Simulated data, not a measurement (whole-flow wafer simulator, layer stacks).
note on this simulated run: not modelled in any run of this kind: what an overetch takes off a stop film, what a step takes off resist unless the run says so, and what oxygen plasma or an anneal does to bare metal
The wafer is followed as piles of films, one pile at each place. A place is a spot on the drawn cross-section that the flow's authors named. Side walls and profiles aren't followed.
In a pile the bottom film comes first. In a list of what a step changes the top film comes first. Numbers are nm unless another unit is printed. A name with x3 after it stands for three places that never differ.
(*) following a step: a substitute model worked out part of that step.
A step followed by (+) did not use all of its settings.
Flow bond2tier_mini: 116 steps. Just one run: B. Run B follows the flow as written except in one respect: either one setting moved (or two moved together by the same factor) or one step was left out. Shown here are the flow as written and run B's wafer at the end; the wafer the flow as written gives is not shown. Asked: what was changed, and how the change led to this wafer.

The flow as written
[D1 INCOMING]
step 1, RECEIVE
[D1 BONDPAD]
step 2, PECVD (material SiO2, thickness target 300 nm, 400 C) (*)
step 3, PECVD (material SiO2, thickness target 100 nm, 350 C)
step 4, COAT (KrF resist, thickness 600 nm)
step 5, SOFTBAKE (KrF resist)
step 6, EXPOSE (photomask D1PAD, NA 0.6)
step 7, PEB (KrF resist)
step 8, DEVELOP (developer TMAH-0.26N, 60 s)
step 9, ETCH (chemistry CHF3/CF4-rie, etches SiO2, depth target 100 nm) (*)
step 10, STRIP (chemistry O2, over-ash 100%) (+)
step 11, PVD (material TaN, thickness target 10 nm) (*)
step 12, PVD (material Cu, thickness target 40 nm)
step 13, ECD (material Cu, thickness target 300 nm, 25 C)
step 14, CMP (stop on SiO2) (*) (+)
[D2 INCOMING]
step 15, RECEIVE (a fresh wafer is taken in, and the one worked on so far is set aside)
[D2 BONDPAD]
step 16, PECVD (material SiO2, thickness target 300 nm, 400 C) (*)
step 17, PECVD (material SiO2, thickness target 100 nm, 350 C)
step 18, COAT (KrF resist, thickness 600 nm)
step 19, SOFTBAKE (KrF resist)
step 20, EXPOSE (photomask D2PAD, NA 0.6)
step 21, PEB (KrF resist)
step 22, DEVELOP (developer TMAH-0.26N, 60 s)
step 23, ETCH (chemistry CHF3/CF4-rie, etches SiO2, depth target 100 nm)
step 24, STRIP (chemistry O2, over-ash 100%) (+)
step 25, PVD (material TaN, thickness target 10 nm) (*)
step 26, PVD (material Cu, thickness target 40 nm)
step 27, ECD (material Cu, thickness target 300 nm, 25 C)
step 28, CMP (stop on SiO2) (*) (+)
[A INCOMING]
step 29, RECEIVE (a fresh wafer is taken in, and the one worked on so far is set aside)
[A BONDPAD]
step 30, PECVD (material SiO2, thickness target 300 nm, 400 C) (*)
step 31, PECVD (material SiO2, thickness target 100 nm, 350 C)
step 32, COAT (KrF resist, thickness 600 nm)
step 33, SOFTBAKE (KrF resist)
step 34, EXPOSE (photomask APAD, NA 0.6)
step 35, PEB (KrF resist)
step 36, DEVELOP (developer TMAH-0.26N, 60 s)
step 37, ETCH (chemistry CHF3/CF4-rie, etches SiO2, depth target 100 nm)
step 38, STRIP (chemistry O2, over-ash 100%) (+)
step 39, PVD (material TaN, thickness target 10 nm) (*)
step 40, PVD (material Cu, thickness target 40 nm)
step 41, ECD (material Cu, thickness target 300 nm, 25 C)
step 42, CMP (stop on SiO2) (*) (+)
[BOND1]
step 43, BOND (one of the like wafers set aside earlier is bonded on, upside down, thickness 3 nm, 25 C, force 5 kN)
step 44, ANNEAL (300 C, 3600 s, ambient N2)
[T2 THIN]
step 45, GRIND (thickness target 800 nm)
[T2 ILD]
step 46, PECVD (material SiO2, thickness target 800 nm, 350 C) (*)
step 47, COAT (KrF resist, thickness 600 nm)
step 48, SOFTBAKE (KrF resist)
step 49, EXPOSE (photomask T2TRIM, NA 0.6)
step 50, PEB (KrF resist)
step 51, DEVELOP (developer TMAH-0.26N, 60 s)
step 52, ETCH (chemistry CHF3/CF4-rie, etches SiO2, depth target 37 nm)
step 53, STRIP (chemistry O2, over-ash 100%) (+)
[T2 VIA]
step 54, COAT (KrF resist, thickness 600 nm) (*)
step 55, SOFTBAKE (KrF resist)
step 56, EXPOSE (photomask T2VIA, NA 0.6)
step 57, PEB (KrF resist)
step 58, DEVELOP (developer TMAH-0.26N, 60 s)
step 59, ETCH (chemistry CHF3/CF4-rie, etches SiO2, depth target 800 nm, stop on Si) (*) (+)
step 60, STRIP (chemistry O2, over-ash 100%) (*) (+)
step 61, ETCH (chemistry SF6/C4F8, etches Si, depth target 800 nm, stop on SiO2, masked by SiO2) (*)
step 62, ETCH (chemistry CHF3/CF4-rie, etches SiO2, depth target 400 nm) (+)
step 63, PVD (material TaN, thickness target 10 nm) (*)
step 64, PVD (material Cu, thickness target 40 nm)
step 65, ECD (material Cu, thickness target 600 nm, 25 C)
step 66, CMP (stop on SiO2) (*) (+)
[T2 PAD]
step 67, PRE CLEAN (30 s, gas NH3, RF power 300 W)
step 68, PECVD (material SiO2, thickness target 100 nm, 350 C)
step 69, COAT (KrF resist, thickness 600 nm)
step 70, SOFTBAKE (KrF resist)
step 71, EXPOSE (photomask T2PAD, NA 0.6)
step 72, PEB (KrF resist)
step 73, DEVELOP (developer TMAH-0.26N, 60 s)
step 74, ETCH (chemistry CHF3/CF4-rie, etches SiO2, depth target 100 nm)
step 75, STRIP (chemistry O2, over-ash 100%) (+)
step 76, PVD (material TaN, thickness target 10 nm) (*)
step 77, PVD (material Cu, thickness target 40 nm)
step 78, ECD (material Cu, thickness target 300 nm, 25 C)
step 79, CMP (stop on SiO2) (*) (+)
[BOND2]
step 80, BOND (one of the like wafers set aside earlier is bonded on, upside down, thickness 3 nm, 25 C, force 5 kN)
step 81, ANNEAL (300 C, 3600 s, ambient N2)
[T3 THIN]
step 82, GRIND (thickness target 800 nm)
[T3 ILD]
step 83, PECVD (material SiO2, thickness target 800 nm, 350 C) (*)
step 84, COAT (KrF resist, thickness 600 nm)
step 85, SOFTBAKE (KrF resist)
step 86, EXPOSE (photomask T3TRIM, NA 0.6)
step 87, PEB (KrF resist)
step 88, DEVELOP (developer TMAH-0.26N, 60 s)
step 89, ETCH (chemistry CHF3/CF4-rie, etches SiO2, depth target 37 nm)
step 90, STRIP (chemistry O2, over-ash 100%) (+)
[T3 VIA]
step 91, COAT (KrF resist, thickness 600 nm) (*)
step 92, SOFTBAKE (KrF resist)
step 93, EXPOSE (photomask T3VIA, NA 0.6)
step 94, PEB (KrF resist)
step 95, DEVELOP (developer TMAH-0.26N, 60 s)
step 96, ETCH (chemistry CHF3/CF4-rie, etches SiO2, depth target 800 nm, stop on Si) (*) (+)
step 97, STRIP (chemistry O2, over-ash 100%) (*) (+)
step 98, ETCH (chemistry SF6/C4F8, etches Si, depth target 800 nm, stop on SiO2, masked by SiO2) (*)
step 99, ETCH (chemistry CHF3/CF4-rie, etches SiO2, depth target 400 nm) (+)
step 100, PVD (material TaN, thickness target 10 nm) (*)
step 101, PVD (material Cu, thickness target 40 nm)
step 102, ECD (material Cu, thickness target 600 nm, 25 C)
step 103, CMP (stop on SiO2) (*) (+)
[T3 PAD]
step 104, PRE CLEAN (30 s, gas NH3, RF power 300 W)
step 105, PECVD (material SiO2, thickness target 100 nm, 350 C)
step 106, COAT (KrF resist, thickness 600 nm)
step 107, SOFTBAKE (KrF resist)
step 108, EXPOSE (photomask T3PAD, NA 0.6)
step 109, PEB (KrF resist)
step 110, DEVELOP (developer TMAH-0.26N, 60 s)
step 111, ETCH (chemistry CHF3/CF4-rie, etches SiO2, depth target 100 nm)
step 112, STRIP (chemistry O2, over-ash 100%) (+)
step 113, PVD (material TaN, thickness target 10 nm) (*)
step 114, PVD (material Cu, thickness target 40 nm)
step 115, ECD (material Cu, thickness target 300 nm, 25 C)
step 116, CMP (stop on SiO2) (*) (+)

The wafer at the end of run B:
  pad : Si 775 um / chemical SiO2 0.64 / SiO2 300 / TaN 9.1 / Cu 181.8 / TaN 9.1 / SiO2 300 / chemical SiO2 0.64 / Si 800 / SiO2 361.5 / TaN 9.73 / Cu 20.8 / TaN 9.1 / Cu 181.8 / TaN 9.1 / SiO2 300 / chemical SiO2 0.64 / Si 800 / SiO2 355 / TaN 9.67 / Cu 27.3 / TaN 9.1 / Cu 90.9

The reason: step 52, ETCH: depth target 30.5 nm was run, though the flow has depth target 37 nm.

Step by step, how the change led to this:
  step 52, ETCH (chemistry CHF3/CF4-rie, etches SiO2, depth target 37 nm)
      pad, via: SiO2 loses 30.5 (it would be, as written: SiO2 loses 37)
      field: KrF resist loses 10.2 (it would be, as written: KrF resist loses 12.3)
